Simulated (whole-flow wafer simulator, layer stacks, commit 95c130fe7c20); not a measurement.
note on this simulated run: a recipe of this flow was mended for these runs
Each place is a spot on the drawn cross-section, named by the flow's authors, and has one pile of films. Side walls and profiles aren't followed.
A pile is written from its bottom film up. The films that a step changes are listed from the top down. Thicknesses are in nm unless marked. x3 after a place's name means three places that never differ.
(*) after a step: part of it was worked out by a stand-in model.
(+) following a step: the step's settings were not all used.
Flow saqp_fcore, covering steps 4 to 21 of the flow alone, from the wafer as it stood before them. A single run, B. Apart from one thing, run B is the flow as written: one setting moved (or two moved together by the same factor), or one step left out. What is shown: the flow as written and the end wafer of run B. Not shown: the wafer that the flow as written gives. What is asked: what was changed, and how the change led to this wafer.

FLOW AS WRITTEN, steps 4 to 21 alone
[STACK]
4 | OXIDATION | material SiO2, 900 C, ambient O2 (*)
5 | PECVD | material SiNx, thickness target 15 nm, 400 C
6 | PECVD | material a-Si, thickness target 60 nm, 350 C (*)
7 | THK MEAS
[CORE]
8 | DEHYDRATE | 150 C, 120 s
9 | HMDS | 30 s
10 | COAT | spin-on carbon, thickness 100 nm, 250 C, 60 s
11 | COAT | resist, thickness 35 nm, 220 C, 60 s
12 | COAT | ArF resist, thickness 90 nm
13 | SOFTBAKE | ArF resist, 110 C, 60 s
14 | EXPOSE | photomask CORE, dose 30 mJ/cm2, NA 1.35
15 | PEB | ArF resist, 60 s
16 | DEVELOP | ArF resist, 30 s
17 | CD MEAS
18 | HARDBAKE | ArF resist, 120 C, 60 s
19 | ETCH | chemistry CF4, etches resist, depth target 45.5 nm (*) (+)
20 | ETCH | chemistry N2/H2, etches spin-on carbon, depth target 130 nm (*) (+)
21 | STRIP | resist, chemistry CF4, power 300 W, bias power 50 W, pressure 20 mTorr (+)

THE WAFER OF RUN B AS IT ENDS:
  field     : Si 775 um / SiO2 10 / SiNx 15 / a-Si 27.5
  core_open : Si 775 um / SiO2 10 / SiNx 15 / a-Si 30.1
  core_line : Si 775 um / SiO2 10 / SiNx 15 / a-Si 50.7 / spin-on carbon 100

What caused this: step 6, PECVD: thickness target 50.7 nm was run, whereas the flow has thickness target 60 nm.
The wafer itself shows it: core_line has a-Si 50.7, and step 6 as written asks for 60 nm.

The path from the change to this, step by step:
  6 | PECVD | material a-Si, thickness target 60 nm, 350 C (*)
      field, core_open, core_line: a-Si gains 50.7 (new film) (as written it would have been: a-Si gains 60 (new film))
